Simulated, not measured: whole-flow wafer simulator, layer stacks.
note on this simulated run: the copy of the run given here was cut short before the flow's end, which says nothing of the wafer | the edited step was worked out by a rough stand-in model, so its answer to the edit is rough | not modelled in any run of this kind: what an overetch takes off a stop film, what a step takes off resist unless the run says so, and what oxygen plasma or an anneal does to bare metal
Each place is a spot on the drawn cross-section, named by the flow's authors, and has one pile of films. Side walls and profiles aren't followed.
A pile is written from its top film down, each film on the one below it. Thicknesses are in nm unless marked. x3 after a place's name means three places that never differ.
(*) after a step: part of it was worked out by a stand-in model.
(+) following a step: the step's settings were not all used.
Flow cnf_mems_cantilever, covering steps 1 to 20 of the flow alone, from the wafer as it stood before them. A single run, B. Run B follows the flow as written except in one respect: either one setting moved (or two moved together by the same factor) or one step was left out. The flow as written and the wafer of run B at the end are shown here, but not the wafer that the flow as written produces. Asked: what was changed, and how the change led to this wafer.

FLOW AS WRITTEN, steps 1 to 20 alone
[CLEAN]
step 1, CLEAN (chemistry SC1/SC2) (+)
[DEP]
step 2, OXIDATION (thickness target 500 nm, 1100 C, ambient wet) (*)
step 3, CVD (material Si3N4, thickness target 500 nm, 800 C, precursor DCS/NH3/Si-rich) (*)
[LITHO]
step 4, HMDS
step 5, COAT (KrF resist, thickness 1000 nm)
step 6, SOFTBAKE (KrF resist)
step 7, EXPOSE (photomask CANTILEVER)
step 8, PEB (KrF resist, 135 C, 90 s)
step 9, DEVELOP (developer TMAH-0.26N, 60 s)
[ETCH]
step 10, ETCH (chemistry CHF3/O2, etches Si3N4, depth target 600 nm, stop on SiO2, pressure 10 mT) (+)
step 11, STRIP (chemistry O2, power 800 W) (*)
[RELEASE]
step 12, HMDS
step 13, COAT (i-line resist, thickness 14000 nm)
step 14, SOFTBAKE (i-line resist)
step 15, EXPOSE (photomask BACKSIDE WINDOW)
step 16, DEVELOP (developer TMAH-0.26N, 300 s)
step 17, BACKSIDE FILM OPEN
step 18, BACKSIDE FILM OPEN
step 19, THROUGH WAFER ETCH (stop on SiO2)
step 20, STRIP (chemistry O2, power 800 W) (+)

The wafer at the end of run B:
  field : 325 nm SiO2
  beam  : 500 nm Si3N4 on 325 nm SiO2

The reason: step 2, OXIDATION: thickness target 325 nm was run, whereas the flow has thickness target 500 nm.
The wafer itself shows it: field has SiO2 325, and step 2 as written asks for 500 nm.

Step by step, how the change led to this:
  step 2, OXIDATION (thickness target 500 nm, 1100 C, ambient wet) (*)
      field, beam: SiO2 gains 325 (new film), chemical SiO2 loses 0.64 (all of it), Si loses 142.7 (it would be, as written: SiO2 gains 500 (new film), chemical SiO2 loses 0.64 (all of it), Si loses 219.7)
  step 19, THROUGH WAFER ETCH (stop on SiO2)
      field: under 1 film: Si loses 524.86 um (all of it) (it would be, as written: under 1 film: Si loses 524.78 um (all of it))
      beam: under 2 films: Si loses 524.86 um (all of it) (it would be, as written: under 2 films: Si loses 524.78 um (all of it))
